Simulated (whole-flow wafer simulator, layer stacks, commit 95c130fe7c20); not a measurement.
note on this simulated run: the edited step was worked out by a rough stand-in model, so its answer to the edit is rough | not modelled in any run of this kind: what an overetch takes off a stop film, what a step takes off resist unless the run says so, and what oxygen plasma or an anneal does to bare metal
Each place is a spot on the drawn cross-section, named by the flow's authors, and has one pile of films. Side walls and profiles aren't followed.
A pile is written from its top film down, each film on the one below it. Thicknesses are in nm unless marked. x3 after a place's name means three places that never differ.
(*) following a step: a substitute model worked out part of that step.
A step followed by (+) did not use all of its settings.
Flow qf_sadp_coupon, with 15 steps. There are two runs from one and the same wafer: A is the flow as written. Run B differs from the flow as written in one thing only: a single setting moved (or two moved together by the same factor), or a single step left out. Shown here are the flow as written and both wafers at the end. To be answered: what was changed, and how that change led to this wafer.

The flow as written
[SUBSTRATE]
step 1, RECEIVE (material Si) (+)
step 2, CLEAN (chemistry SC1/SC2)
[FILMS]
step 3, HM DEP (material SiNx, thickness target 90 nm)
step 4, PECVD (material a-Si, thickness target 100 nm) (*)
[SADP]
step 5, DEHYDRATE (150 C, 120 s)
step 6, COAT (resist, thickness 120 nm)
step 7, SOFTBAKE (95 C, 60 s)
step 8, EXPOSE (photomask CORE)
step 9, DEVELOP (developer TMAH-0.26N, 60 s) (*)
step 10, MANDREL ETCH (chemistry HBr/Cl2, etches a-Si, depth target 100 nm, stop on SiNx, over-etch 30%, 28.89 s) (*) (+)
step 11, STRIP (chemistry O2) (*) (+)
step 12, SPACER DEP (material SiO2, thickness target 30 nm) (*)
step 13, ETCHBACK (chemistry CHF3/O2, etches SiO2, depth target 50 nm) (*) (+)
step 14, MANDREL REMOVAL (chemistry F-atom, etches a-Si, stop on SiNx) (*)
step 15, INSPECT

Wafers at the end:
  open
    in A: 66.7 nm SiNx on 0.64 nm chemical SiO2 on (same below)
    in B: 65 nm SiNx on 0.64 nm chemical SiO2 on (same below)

Cause: step 4, PECVD: thickness target 88 nm was run, while the flow as written has thickness target 100 nm.

The path from the change to this, step by step:
  step 4, PECVD (material a-Si, thickness target 100 nm) (*)
      m, open: A +100 a-Si (new film) | B +88 a-Si (new film)
  step 10, MANDREL ETCH (chemistry HBr/Cl2, etches a-Si, depth target 100 nm, stop on SiNx, over-etch 30%, 28.89 s) (*) (+)
      open: A -100 a-Si (all of it), -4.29 SiNx | B -88 a-Si (all of it), -6 SiNx
  step 14, MANDREL REMOVAL (chemistry F-atom, etches a-Si, stop on SiNx) (*)
      m: A -95.8 a-Si (all of it) | B -83.8 a-Si (all of it)
